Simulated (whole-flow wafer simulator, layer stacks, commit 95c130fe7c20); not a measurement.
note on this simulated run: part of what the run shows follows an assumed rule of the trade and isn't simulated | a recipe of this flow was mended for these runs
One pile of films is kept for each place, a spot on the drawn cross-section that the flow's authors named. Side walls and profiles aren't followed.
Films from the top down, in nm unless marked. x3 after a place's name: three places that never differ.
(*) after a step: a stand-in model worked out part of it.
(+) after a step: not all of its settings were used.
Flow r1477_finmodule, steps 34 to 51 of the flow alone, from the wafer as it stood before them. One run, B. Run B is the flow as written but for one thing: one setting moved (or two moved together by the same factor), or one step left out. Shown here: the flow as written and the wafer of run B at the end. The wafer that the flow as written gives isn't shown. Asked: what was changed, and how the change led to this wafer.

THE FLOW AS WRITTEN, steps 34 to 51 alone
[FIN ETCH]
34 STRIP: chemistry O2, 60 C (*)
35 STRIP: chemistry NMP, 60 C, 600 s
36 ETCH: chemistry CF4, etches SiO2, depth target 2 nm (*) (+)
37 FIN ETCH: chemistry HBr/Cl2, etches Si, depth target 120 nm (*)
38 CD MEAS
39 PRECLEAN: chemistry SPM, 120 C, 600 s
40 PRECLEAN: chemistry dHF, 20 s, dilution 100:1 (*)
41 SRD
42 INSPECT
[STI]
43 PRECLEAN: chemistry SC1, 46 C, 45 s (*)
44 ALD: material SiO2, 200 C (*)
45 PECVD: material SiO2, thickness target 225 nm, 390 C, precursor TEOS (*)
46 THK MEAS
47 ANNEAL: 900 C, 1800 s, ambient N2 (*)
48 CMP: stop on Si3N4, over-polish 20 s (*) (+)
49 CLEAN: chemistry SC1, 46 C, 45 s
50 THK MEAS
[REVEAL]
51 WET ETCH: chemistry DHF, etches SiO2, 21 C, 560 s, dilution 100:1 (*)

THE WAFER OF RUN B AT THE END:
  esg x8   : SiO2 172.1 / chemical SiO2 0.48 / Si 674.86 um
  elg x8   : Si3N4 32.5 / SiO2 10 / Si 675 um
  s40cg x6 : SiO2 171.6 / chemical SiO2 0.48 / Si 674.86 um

The cause: step 37, FIN ETCH: depth target 129.8 nm was run, where the flow has depth target 120 nm.

How the change led to this, step by step:
  37 FIN ETCH: chemistry HBr/Cl2, etches Si, depth target 120 nm (*)
      pad x2, esg x8, s40cg x6, s40sg x6: Si -129.8 (as written it would be: Si -120)
      elg x8: Si3N4 -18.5 (as written it would be: Si3N4 -17.1)
      (and at 6 more places)
  44 ALD: material SiO2, 200 C (*)
      esg x8: SiO2 +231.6 (new film) (as written it would be: SiO2 +223.2 (new film))
      s40cg x6: SiO2 +272.2 (new film) (as written it would be: SiO2 +263.2 (new film))
      (and at 6 more places)
  48 CMP: stop on Si3N4, over-polish 20 s (*) (+)
      pad x2: SiO2 -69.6 (as written it would be: SiO2 -79.4)
  51 WET ETCH: chemistry DHF, etches SiO2, 21 C, 560 s, dilution 100:1 (*)
      elg x8: SiO2 -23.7 (all of it), Si3N4 -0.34 (as written it would be: SiO2 -22.3 (all of it), Si3N4 -0.41)
